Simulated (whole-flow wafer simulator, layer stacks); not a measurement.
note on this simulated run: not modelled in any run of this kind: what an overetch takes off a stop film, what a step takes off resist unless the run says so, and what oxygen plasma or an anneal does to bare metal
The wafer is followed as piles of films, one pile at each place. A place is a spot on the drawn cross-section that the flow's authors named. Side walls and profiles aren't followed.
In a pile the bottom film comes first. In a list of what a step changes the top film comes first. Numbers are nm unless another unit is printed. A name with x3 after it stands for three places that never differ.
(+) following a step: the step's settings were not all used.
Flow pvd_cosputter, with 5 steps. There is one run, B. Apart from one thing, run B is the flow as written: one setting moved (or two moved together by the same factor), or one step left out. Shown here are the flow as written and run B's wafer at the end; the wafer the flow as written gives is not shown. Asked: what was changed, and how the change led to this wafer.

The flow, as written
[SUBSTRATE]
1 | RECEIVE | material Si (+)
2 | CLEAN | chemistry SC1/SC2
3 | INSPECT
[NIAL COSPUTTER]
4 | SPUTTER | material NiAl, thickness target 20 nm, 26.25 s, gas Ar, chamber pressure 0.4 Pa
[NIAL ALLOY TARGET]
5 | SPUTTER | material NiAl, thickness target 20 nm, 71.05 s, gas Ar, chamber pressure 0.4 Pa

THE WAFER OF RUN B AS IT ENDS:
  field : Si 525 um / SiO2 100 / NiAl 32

What caused this: step 4, SPUTTER: thickness target 12 nm was run, though the flow has thickness target 20 nm; step 4, SPUTTER: 15.75 s was run, where the flow has 26.25 s.

How this came from the change, step by step:
  4 | SPUTTER | material NiAl, thickness target 20 nm, 26.25 s, gas Ar, chamber pressure 0.4 Pa
      field: +12 NiAl (new film) (as written it would have been: +20 NiAl (new film))
